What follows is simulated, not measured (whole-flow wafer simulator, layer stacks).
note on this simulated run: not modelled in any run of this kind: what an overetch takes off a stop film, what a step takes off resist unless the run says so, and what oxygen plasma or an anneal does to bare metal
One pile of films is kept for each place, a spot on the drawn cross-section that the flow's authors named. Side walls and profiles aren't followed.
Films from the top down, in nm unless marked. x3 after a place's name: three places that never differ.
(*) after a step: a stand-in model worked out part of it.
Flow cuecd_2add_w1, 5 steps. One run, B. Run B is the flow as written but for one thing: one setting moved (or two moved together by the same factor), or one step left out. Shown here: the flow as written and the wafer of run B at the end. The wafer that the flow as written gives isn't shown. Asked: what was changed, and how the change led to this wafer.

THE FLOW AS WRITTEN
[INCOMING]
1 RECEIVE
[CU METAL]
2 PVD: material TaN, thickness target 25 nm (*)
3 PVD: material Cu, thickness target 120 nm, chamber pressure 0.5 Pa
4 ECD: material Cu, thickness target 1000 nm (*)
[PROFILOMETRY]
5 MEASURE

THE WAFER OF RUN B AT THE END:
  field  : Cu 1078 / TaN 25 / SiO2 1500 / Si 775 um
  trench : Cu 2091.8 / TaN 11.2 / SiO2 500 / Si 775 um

The cause: step 3, PVD: thickness target 78 nm was run, where the flow has thickness target 120 nm.

How the change led to this, step by step:
  3 PVD: material Cu, thickness target 120 nm, chamber pressure 0.5 Pa
      field: Cu +78 (new film) (as written it would be: Cu +120 (new film))
      trench: Cu +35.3 (new film) (as written it would be: Cu +53.6 (new film))
